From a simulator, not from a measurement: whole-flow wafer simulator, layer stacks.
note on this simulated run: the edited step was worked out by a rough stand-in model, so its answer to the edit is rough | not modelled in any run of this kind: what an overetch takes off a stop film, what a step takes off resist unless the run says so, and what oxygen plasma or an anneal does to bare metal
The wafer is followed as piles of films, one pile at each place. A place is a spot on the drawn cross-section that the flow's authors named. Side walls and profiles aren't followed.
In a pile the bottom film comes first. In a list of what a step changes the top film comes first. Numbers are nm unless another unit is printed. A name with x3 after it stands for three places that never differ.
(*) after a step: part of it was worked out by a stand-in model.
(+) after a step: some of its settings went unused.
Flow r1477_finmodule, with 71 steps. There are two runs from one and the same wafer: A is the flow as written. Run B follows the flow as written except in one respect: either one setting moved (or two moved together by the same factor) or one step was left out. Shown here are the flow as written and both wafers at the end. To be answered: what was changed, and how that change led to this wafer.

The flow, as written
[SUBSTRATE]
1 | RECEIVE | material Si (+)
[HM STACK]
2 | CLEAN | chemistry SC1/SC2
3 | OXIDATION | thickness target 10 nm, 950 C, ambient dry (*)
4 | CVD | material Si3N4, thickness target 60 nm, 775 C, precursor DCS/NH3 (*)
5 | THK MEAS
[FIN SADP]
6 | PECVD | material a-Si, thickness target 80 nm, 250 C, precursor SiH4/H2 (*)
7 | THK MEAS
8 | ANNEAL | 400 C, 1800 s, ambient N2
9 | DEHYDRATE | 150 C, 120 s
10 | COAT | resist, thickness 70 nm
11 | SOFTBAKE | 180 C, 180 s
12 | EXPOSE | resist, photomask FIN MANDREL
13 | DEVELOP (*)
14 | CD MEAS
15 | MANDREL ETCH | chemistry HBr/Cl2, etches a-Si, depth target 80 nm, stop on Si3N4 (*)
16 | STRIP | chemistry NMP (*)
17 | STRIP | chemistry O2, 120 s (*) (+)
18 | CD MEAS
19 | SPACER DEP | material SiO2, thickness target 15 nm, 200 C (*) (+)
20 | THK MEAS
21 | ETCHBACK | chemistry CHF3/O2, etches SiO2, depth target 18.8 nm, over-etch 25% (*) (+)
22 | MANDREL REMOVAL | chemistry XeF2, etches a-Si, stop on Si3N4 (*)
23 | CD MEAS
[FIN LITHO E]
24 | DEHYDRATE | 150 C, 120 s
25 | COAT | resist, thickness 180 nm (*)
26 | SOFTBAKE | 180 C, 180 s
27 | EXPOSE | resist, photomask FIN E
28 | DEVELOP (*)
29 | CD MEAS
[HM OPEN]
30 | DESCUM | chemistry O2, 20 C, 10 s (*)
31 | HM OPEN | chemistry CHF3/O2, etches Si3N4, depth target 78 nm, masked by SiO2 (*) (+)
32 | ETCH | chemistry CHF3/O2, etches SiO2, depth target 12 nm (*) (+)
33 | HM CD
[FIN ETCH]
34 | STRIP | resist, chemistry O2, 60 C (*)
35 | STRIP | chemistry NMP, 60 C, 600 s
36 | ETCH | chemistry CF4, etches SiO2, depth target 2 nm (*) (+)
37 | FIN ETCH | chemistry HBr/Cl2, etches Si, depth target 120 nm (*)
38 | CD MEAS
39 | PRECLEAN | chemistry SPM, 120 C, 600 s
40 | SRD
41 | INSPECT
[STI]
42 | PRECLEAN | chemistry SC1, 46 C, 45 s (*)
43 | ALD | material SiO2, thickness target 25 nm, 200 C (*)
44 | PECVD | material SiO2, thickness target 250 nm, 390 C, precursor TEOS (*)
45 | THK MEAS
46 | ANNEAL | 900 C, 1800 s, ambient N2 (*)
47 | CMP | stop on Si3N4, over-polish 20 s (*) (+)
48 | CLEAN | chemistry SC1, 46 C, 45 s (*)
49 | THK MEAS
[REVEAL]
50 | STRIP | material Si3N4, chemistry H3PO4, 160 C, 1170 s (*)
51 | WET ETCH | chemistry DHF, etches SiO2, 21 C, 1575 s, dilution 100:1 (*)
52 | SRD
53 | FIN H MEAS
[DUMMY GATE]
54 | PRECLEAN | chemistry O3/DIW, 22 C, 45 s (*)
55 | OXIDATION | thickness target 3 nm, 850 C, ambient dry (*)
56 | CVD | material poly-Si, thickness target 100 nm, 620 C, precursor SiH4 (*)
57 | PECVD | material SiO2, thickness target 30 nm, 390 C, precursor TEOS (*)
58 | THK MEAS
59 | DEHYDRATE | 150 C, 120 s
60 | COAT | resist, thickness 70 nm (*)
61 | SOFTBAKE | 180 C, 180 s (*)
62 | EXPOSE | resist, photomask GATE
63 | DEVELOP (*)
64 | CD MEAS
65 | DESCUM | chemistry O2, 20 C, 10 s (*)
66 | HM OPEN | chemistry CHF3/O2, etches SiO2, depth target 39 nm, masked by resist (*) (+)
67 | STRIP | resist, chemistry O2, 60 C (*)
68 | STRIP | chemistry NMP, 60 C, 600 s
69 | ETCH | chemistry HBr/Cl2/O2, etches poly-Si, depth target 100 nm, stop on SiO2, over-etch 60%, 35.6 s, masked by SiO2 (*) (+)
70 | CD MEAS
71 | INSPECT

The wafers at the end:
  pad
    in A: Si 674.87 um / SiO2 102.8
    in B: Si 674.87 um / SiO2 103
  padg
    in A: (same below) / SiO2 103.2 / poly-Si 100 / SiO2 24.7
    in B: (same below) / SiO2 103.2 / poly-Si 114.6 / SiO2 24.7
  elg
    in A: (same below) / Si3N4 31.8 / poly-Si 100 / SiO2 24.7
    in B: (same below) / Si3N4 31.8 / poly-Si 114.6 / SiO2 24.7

The reason: step 56, CVD: thickness target 114.6 nm was run, though the flow has thickness target 100 nm.
The wafer lets one read it off: padg has poly-Si 114.6, and step 56 as written asks for 100 nm.

Step by step, how the change led to this:
  56 | CVD | material poly-Si, thickness target 100 nm, 620 C, precursor SiH4 (*)
      pad, padg, elg and 26 more: A +100 poly-Si (new film) | B +114.6 poly-Si (new film)
      s40cg, s40co: A +113.9 poly-Si (new film) | B +128.8 poly-Si (new film)
      (and at 5 other places as well)
  69 | ETCH | chemistry HBr/Cl2/O2, etches poly-Si, depth target 100 nm, stop on SiO2, over-etch 60%, 35.6 s, masked by SiO2 (*) (+)
      elo, e40lo, e100lo, e200lo: A -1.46 chemical SiO2 (all of it), -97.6 poly-Si (all of it), -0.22 Si3N4 | B -1.46 chemical SiO2 (all of it), -112.2 poly-Si (all of it)
      pad, eso, e40so and 8 more: A -1.46 chemical SiO2 (all of it), -97.6 poly-Si (all of it), -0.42 SiO2 | B -1.46 chemical SiO2 (all of it), -112.2 poly-Si (all of it), -0.24 SiO2
      (and at 3 other places as well)
